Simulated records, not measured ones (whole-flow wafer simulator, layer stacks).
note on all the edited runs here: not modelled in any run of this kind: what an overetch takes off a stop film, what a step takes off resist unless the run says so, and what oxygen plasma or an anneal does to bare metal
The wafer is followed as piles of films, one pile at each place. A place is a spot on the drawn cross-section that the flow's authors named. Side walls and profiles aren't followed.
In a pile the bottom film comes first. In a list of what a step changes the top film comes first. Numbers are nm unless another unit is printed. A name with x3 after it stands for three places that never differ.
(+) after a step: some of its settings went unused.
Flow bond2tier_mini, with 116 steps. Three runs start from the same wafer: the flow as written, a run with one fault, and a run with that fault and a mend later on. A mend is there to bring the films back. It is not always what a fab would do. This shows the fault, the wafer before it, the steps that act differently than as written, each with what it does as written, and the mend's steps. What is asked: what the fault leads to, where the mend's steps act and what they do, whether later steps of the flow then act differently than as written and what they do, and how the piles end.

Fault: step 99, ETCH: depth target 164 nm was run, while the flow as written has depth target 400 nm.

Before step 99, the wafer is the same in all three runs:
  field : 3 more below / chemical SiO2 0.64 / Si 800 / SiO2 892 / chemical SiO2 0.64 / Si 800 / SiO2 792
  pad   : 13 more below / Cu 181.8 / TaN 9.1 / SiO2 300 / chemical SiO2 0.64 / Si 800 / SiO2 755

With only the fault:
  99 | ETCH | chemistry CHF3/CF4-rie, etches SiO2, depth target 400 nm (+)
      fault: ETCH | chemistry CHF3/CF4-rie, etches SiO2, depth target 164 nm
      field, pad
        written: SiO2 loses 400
        fault: SiO2 loses 164
  Later steps of the flow that are run all act as written at every place that is followed.
  The piles end different from the flow's at field, pad by more than 2% or 0.5 nm, whichever is larger.
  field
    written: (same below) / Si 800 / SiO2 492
    fault: (same below) / Si 800 / SiO2 728
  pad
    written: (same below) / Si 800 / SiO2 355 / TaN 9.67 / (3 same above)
    fault: (same below) / Si 800 / SiO2 591 / TaN 9.67 / (3 same above)

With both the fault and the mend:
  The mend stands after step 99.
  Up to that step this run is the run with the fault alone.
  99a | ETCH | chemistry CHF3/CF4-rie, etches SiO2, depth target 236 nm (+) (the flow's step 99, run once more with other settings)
      field, pad
        SiO2 loses 236
  Later steps of the flow that are run all act as written at every place that is followed.
  The piles end the same as the flow's at every place that both follow.
